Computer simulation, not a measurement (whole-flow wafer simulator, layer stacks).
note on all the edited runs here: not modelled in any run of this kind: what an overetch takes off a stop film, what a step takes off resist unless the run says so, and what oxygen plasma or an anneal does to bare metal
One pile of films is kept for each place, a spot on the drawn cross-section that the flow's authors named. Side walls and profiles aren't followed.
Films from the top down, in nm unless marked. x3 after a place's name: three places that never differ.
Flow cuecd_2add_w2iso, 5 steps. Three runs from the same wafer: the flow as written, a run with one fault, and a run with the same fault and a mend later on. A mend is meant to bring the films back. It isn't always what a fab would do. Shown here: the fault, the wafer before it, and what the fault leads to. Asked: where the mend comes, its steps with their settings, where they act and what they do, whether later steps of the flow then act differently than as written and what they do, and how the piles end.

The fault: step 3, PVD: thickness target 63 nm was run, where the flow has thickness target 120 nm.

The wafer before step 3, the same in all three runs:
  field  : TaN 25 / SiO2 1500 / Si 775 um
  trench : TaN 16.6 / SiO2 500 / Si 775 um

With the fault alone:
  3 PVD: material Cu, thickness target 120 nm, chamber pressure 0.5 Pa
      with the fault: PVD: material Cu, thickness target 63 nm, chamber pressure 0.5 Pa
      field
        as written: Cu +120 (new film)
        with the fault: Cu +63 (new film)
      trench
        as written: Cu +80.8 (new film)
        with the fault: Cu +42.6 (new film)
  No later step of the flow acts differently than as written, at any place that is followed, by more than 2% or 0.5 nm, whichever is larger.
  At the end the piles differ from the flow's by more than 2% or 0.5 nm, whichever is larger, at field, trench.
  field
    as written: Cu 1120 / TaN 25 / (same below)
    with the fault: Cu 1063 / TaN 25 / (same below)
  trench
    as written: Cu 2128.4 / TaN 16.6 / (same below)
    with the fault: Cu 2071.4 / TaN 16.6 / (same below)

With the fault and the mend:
  The mend comes after step 3.
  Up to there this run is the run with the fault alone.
  3a PVD: material Cu, thickness target 57 nm, chamber pressure 0.5 Pa (the flow's step 3 once more, with other settings)
      field
        Cu +57
      trench
        Cu +37.8
  No later step of the flow acts differently than as written, at any place that is followed, by more than 2% or 0.5 nm, whichever is larger.
  At the end the piles are the same as the flow's at every place that both follow.
